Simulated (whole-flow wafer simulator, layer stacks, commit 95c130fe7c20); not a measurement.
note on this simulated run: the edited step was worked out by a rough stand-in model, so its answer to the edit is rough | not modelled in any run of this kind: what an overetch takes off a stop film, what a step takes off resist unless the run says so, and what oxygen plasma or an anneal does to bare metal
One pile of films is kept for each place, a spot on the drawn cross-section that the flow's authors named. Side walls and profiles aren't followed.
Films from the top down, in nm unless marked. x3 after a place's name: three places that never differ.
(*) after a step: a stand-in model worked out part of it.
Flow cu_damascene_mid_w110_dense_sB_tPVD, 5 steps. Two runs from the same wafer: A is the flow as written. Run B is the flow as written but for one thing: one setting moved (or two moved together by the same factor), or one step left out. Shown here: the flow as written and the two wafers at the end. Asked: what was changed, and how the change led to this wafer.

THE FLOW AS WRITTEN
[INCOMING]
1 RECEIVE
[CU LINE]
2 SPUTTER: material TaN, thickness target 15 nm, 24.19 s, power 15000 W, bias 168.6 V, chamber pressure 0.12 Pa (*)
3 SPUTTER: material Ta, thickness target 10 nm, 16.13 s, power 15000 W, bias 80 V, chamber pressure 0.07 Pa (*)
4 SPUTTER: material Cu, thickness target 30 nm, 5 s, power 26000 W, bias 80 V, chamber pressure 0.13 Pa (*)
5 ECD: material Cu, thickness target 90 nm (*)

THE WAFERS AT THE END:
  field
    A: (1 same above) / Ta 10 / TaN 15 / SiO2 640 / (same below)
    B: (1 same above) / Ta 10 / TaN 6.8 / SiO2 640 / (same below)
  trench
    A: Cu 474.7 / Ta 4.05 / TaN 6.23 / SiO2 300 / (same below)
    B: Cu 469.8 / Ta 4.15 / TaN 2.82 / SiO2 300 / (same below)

The cause: step 2, SPUTTER: thickness target 6.8 nm was run, where the flow has thickness target 15 nm; step 2, SPUTTER: 10.89 s was run, where the flow has 24.19 s.
It can be read off the wafer: field has TaN 6.8, and step 2 as written asks for 15 nm.

How the change led to this, step by step:
  2 SPUTTER: material TaN, thickness target 15 nm, 24.19 s, power 15000 W, bias 168.6 V, chamber pressure 0.12 Pa (*)
      field: A TaN +15 (new film) | B TaN +6.8 (new film)
      trench: A TaN +6.23 (new film) | B TaN +2.82 (new film)
